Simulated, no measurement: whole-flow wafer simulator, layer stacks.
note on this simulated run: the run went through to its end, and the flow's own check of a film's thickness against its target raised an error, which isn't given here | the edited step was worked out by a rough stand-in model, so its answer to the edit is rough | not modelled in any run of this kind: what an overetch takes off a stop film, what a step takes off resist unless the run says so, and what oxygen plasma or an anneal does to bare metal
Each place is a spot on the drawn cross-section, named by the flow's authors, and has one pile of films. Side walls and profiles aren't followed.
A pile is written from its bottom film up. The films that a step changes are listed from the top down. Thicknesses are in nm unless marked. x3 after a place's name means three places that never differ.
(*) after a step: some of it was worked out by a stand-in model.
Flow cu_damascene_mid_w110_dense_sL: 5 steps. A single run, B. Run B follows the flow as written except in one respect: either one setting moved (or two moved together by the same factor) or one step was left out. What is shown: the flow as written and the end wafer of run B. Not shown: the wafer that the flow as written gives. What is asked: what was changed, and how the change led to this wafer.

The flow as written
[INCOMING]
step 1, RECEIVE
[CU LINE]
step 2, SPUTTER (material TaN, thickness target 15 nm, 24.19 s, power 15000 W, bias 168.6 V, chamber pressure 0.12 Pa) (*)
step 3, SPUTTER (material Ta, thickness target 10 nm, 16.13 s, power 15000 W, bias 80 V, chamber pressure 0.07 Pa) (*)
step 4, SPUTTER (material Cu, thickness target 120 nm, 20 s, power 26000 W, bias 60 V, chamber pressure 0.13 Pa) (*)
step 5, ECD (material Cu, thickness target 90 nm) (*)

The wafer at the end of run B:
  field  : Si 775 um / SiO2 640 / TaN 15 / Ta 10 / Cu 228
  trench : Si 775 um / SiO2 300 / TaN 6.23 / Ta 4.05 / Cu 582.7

Cause: step 5, ECD: thickness target 108 nm was run, whereas the flow has thickness target 90 nm.

The path from the change to this, step by step:
  step 5, ECD (material Cu, thickness target 90 nm) (*)
      field: +108 Cu (as written it would have been: +90 Cu)
      trench: +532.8 Cu (as written it would have been: +514.8 Cu)
